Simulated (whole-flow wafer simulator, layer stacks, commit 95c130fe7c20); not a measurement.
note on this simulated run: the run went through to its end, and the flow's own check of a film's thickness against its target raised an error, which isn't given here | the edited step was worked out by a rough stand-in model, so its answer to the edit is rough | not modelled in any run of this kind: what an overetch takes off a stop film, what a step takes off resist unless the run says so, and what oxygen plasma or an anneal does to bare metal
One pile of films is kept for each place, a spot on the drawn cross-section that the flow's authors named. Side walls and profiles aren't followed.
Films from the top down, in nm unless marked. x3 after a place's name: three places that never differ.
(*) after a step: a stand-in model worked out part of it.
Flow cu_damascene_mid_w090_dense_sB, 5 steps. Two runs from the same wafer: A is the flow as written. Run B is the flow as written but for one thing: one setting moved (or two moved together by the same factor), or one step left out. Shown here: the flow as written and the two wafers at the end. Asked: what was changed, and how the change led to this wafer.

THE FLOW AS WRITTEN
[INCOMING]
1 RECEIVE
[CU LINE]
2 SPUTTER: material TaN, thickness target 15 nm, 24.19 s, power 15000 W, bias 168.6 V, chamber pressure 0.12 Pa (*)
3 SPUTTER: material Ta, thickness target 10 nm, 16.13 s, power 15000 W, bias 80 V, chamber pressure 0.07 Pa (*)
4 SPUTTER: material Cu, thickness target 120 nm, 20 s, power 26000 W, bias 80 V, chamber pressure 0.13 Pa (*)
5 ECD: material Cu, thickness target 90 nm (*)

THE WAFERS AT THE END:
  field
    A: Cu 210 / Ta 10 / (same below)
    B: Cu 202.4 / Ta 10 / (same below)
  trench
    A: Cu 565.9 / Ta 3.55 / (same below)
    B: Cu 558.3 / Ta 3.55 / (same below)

The cause: step 5, ECD: thickness target 82.4 nm was run, where the flow has thickness target 90 nm.

How the change led to this, step by step:
  5 ECD: material Cu, thickness target 90 nm (*)
      field: A Cu +90 | B Cu +82.4
